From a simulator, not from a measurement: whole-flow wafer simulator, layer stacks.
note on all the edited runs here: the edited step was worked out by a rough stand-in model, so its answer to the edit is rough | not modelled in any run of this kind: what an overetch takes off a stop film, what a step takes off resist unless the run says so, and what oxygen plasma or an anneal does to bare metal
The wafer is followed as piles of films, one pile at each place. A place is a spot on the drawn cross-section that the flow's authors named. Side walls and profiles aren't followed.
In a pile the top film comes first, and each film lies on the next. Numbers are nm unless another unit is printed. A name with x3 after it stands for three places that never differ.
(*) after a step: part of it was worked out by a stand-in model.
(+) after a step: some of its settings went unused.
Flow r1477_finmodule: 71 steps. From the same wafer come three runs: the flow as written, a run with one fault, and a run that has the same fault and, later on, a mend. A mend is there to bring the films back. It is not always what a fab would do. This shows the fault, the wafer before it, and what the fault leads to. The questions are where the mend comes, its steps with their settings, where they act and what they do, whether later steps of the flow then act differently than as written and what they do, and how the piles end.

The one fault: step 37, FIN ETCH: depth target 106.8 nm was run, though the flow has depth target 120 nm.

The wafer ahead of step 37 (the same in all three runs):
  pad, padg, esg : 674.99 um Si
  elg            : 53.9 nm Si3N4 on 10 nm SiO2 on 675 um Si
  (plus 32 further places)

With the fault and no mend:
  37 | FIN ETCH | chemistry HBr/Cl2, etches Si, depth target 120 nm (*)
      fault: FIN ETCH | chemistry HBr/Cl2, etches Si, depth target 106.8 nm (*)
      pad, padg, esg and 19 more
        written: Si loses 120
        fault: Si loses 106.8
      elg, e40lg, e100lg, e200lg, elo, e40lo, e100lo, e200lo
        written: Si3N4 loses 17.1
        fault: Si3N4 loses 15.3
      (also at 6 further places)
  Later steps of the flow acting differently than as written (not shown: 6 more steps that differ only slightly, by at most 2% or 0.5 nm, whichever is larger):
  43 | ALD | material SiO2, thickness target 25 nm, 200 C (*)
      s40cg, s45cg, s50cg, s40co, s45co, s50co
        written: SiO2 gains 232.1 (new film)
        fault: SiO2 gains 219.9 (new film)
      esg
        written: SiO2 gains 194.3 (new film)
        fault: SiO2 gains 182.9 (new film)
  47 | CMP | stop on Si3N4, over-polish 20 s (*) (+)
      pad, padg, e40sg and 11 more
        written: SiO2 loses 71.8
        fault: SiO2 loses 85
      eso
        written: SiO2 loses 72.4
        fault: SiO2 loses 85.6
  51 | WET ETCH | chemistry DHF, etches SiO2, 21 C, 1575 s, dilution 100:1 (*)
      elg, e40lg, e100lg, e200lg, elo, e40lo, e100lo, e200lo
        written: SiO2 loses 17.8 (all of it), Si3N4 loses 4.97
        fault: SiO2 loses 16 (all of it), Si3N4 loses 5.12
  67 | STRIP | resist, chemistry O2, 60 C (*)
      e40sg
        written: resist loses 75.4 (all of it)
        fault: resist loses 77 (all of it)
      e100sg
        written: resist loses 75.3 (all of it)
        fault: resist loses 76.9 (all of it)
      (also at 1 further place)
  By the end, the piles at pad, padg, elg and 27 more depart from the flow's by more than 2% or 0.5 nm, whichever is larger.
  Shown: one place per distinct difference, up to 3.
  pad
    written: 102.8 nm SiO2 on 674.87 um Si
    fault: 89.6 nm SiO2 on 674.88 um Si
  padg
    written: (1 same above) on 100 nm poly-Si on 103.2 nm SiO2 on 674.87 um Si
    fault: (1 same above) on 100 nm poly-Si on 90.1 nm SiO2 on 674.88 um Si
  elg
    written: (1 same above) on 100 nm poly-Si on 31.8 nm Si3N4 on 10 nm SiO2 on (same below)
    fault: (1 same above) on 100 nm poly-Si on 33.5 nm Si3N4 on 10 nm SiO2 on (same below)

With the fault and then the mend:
  After step 38 comes the mend.
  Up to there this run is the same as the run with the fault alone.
  38a | FIN ETCH | chemistry HBr/Cl2, etches Si, depth target 13.2 nm (*) (the flow's step 37 again, with other settings)
      pad, padg, esg and 19 more
        Si loses 13.2
      elg, e40lg, e100lg, e200lg, elo, e40lo, e100lo, e200lo
        Si3N4 loses 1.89
      s40sg_line, s45sg_line, s50sg_line, s40so_line, s45so_line, s50so_line
        SiO2 loses 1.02
  Later steps of the flow that are run all act as written at every place that is followed.
  By the end, the piles equal the flow's at every place that both follow.
